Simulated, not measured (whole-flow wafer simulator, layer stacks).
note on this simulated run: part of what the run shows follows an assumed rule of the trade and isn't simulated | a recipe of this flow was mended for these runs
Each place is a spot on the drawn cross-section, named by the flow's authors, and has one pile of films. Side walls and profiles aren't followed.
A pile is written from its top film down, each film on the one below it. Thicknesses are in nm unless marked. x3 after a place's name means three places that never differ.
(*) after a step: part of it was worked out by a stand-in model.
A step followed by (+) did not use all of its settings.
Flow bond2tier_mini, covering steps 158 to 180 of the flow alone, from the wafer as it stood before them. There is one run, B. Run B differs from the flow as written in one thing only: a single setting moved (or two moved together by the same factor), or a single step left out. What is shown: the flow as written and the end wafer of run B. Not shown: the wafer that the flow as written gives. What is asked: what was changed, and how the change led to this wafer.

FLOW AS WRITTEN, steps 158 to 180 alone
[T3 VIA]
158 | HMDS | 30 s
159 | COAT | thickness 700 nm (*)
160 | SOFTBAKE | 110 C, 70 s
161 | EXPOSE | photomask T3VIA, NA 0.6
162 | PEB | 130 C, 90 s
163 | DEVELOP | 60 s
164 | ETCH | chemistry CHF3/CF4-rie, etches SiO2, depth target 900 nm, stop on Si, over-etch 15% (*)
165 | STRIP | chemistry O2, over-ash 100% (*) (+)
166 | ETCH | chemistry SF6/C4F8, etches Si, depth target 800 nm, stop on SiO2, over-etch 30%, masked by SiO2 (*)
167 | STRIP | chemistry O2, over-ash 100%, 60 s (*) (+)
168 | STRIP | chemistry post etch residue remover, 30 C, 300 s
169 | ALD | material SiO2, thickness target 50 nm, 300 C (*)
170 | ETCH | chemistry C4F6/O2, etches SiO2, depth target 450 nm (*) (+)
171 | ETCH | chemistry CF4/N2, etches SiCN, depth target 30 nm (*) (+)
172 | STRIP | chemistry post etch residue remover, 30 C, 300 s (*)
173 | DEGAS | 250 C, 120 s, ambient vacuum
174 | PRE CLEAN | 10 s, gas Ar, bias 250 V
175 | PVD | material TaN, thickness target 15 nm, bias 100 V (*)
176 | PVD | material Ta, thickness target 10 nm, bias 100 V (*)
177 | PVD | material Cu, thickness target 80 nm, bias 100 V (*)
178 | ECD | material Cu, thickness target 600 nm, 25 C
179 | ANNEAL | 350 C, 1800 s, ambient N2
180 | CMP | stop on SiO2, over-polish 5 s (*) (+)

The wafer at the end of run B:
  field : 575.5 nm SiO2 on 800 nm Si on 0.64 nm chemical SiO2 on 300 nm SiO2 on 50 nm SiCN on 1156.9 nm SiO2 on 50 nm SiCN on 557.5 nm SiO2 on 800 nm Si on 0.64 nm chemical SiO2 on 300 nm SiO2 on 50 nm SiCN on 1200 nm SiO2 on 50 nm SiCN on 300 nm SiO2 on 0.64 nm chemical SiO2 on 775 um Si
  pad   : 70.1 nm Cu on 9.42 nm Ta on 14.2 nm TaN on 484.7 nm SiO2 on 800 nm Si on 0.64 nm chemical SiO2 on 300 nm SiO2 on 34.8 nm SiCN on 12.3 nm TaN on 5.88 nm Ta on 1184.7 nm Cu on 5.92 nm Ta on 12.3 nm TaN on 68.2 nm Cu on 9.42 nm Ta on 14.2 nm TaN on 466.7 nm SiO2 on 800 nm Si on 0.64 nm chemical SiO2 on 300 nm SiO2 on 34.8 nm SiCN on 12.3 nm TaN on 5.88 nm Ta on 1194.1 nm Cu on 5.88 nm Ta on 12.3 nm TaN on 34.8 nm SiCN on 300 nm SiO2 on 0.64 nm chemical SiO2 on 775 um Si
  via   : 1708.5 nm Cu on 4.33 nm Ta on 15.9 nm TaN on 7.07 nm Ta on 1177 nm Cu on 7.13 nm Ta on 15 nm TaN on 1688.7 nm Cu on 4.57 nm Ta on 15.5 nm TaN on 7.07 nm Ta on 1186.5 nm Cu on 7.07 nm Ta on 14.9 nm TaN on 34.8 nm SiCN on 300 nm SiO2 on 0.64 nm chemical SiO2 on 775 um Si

What caused this: step 169, ALD: thickness target 68 nm was run, while the flow as written has thickness target 50 nm.

How this came from the change, step by step:
  169 | ALD | material SiO2, thickness target 50 nm, 300 C (*)
      field, pad, via: SiO2 gains 68 (in the flow as written it would be: SiO2 gains 50)
  170 | ETCH | chemistry C4F6/O2, etches SiO2, depth target 450 nm (*) (+)
      via: SiO2 loses 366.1 (all of it), SiCN loses 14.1 (in the flow as written it would be: SiO2 loses 348.1 (all of it), SiCN loses 17.2)
  171 | ETCH | chemistry CF4/N2, etches SiCN, depth target 30 nm (*) (+)
      via: SiCN loses 20.7 (all of it), TaN loses 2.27 (in the flow as written it would be: SiCN loses 17.6 (all of it), TaN loses 3.01)
  177 | PVD | material Cu, thickness target 80 nm, bias 100 V (*)
      via: Cu gains 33 (new film) (in the flow as written it would be: Cu gains 35 (new film))
